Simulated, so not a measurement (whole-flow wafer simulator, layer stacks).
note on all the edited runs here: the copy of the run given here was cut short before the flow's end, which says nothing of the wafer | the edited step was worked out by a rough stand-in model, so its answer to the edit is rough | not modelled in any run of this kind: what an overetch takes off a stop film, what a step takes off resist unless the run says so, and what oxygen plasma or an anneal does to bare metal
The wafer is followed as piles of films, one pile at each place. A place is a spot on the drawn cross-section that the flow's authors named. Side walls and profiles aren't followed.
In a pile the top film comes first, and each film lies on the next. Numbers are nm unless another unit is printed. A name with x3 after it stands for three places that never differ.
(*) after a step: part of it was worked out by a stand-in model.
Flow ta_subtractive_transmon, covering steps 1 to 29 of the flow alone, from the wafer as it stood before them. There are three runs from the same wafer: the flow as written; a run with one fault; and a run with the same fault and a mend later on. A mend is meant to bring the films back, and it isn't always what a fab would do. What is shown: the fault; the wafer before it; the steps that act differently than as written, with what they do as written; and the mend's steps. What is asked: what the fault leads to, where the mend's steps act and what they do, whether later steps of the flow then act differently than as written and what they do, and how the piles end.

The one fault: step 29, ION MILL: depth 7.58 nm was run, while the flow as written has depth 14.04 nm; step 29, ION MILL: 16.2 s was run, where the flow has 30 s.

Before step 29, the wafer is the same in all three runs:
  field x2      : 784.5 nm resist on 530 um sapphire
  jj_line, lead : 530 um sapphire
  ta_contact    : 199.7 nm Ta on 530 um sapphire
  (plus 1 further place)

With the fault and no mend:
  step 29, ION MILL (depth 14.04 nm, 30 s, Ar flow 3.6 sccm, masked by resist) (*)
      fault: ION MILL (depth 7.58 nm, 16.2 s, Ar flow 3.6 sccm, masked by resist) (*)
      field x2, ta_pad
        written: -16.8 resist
        fault: -9.06 resist
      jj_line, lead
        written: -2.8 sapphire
        fault: -1.51 sapphire
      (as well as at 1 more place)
  Every later step of the flow that is run acts as written at every place that is followed.
  By the end, the piles at ta_contact depart from the flow's by more than 2% or 0.5 nm, whichever is larger.
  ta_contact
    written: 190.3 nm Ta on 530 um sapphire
    fault: 194.6 nm Ta on 530 um sapphire

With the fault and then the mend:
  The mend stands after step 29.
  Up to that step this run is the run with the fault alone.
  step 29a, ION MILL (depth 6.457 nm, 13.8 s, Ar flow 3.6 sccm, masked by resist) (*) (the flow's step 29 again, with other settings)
      field x2, ta_pad
        -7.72 resist
      jj_line, lead
        -1.29 sapphire
      ta_contact
        -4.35 Ta
  Every later step of the flow that is run acts as written at every place that is followed.
  By the end, the piles equal the flow's at every place that both follow.
